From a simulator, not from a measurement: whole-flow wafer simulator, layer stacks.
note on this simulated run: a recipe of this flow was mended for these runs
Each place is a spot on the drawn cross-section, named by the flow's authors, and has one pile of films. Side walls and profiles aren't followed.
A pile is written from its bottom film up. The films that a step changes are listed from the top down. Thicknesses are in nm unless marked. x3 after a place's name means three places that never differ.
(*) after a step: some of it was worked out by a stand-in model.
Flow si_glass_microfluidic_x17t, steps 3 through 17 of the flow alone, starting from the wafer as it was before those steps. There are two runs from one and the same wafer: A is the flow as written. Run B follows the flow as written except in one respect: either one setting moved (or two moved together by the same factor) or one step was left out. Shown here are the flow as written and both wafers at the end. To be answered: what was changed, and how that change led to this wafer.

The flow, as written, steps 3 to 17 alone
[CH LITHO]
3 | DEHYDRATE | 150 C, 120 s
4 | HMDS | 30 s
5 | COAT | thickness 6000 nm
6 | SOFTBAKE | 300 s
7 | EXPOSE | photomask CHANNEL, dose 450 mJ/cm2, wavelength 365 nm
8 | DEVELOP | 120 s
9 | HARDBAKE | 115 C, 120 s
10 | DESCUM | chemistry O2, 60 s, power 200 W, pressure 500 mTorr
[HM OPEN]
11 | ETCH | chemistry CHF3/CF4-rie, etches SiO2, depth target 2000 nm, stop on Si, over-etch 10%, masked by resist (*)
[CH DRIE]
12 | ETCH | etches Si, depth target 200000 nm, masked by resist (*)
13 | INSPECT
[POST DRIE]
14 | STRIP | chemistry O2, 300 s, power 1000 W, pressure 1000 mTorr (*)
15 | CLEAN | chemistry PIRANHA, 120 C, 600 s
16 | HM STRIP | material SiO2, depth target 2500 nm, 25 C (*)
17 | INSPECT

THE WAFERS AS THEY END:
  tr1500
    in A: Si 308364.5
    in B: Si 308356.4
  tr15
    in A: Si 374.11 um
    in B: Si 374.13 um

The reason: step 10, DESCUM: chemistry O2, 60 s, power 200 W, pressure 500 mTorr, was skipped.

How this came from the change, step by step:
  12 | ETCH | etches Si, depth target 200000 nm, masked by resist (*)
      tr1500: A -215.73 um Si | B -215.74 um Si
      tr15: A -149.99 um Si | B -149.97 um Si
  14 | STRIP | chemistry O2, 300 s, power 1000 W, pressure 1000 mTorr (*)
      land: A -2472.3 thick-i-line-resist (all of it) | B -2527.5 thick-i-line-resist (all of it)
